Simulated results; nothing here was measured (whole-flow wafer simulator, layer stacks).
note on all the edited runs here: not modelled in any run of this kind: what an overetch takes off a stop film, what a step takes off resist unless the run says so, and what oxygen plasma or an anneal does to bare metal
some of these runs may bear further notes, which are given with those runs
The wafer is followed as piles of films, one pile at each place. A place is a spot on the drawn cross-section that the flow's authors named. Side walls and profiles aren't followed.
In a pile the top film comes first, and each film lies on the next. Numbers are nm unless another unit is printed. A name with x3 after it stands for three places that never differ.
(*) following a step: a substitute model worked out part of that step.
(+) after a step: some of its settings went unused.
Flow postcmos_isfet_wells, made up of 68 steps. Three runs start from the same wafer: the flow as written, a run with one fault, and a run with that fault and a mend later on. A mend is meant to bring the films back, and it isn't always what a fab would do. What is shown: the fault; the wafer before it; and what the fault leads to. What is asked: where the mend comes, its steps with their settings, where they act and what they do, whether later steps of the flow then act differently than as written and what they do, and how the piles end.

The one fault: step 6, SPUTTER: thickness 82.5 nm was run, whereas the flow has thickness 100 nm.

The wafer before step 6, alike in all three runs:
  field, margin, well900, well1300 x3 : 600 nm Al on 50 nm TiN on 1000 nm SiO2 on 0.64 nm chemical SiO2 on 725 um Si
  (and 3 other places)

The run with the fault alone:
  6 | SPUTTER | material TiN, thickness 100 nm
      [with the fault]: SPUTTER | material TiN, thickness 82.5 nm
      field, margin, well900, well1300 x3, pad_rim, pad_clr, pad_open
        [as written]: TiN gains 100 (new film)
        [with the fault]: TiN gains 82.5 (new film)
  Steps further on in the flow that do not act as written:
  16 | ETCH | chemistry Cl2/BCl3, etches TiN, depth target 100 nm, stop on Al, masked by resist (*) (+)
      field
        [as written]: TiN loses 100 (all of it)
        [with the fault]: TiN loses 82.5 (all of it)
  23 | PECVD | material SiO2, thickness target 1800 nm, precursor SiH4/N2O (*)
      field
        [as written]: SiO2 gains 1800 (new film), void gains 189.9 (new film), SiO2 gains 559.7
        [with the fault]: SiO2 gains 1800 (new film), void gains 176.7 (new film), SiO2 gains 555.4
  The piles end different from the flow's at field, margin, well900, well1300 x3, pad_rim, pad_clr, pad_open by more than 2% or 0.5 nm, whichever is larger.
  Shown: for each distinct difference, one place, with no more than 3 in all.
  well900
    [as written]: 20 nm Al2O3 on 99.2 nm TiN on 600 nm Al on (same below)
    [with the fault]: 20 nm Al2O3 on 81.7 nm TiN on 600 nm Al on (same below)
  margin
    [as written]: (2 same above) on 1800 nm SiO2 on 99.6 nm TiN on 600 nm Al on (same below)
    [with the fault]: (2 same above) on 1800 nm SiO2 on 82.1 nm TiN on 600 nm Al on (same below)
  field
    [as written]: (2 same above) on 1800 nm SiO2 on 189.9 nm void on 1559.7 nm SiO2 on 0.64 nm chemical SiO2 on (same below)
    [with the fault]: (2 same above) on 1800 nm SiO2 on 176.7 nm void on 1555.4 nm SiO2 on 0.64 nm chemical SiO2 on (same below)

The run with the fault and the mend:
  After step 6 comes the mend.
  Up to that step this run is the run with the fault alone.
  6a | SPUTTER | material TiN, thickness 17.5 nm (a further turn of the flow's step 6, with different settings)
      field, margin, well900, well1300 x3, pad_rim, pad_clr, pad_open
        TiN gains 17.5
  None of the later steps of the flow acts differently than as written at any place that is followed.
  By the end, the piles equal the flow's at every place that both follow.
